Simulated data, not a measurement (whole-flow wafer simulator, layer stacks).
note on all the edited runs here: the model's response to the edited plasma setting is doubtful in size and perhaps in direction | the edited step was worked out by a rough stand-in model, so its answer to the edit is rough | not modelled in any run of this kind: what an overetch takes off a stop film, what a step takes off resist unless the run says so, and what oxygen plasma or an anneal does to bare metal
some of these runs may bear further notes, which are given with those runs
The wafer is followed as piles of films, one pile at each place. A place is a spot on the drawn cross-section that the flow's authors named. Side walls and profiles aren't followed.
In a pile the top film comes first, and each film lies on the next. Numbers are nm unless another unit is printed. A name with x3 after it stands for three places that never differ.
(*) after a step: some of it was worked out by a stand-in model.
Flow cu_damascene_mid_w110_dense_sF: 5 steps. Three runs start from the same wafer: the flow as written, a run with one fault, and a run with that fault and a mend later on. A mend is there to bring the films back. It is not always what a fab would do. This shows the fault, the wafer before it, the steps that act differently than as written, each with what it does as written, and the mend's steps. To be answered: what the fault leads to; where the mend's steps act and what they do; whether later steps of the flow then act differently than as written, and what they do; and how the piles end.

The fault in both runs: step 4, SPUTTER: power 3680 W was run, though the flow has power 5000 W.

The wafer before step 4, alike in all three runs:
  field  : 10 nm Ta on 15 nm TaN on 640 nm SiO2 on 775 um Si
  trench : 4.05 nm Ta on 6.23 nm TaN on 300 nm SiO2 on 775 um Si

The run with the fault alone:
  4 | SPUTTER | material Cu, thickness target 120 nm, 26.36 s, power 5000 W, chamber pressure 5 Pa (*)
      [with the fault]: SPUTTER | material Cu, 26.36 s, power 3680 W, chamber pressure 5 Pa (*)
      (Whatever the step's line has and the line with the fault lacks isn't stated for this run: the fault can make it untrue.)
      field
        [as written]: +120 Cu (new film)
        [with the fault]: +80.8 Cu (new film)
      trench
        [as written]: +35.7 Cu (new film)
        [with the fault]: +28.8 Cu (new film)
  Later steps of the flow acting differently than as written:
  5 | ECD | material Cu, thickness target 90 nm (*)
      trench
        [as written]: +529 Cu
        [with the fault]: +496.8 Cu
  At field, trench, the piles at the end differ from the flow's by more than 2% or 0.5 nm, whichever is larger.
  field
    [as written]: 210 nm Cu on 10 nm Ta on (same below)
    [with the fault]: 170.8 nm Cu on 10 nm Ta on (same below)
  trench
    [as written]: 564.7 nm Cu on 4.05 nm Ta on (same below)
    [with the fault]: 525.6 nm Cu on 4.05 nm Ta on (same below)

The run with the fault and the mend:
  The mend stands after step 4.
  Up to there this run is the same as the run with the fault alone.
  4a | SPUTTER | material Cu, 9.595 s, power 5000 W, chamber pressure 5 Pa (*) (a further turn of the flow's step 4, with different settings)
      field
        +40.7 Cu
      trench
        +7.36 Cu
  Every later step of the flow that is run acts as written, at every place that is followed, to within 2% or 0.5 nm, whichever is larger.
  At the end the piles are close to the flow's at the places that both follow, differing by at most 2% or 0.5 nm, whichever is larger.
